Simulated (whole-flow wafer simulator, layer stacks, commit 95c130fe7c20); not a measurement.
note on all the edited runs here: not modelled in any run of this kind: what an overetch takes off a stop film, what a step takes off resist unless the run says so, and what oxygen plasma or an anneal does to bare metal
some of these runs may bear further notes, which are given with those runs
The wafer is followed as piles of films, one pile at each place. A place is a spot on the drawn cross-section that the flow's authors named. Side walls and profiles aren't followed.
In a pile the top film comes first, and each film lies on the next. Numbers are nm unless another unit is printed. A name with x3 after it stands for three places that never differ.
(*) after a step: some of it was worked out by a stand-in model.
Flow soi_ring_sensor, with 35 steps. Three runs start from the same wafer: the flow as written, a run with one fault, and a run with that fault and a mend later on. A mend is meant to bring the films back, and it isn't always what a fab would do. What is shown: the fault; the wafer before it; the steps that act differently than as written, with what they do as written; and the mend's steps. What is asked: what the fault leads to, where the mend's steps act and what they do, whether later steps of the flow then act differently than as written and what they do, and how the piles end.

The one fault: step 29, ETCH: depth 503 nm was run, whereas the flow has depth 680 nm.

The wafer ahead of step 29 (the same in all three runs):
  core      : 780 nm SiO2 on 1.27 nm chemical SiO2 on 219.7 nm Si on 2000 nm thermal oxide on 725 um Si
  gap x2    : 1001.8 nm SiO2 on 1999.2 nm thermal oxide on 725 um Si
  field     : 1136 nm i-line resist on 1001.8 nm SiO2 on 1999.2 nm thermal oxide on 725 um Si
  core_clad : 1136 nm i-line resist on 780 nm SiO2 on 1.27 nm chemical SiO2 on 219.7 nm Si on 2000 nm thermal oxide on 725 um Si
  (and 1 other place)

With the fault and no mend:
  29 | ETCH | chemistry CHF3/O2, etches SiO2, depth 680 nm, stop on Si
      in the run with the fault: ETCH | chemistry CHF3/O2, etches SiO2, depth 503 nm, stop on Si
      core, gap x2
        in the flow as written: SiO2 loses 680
        in the run with the fault: SiO2 loses 503
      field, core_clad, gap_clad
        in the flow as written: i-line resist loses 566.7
        in the run with the fault: i-line resist loses 419.2
  Later steps of the flow acting differently than as written:
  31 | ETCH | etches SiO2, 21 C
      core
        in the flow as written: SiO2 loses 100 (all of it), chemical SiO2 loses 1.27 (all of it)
        in the run with the fault: SiO2 loses 277 (all of it), chemical SiO2 loses 1.27 (all of it)
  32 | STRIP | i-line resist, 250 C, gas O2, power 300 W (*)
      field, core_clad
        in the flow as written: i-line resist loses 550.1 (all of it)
        in the run with the fault: i-line resist loses 697.6 (all of it)
  When the end is reached, the piles differ only a little from the flow's at the places that both follow, at most by 2% or 0.5 nm, whichever is larger.

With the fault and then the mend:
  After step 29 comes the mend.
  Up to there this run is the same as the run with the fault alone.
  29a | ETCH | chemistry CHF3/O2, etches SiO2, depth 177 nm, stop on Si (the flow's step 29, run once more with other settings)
      core, gap x2
        SiO2 loses 177
      field, core_clad, gap_clad
        i-line resist loses 147.5
  Later steps of the flow that are run all act as written at every place that is followed.
  At every place that both follow, the piles at the end match the flow's.
